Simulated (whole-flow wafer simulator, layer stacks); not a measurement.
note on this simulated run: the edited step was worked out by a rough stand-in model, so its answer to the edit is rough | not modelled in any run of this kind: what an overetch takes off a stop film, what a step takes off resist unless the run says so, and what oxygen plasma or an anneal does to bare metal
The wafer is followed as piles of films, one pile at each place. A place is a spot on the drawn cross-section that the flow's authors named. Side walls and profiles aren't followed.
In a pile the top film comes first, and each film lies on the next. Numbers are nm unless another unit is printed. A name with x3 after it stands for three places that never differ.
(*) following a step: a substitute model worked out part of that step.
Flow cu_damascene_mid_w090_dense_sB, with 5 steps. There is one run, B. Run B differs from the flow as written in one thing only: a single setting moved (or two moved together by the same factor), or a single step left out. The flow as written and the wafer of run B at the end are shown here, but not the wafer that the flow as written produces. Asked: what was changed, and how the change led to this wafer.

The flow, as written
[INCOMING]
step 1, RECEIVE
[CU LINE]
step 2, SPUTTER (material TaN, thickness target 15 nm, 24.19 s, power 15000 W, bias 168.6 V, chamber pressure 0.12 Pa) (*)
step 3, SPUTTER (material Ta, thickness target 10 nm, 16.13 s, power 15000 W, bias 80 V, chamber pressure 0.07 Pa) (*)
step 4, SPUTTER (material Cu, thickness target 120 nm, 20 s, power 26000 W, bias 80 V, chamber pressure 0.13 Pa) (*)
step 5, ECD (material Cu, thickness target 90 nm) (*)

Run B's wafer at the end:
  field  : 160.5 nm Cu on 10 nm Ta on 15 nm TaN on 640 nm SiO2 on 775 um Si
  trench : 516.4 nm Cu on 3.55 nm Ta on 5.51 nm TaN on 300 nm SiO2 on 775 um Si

The reason: step 5, ECD: thickness target 40.5 nm was run, though the flow has thickness target 90 nm.

Step by step, how the change led to this:
  step 5, ECD (material Cu, thickness target 90 nm) (*)
      field: +40.5 Cu (it would be, as written: +90 Cu)
      trench: +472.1 Cu (it would be, as written: +521.6 Cu)
